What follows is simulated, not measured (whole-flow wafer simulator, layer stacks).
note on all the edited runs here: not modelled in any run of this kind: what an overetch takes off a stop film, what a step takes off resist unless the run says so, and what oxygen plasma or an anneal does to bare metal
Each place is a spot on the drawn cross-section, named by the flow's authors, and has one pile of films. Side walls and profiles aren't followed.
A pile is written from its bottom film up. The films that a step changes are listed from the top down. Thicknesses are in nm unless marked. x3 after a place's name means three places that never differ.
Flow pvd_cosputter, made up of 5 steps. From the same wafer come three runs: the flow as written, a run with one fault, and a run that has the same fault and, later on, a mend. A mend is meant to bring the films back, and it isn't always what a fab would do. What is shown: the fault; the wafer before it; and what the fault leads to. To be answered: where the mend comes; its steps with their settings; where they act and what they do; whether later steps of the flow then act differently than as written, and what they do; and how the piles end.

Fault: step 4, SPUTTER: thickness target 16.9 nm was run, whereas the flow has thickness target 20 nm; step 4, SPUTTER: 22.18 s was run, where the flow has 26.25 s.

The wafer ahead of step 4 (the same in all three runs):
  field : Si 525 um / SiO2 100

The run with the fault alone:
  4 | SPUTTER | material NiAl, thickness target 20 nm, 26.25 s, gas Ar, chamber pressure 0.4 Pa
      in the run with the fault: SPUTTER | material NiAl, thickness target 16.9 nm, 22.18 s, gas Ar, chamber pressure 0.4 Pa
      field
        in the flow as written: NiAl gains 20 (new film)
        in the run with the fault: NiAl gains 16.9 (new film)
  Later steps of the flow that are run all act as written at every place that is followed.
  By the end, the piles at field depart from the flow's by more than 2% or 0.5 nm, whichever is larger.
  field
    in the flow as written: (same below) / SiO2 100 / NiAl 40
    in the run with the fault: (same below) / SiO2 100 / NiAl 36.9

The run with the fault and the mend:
  After step 4 comes the mend.
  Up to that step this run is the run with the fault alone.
  4a | SPUTTER | material NiAl, thickness target 3.1 nm, 4.069 s, gas Ar, chamber pressure 0.4 Pa (the flow's step 4 again, with other settings)
      field
        NiAl gains 3.1
  Later steps of the flow that are run all act as written at every place that is followed.
  At every place that both follow, the piles at the end match the flow's.
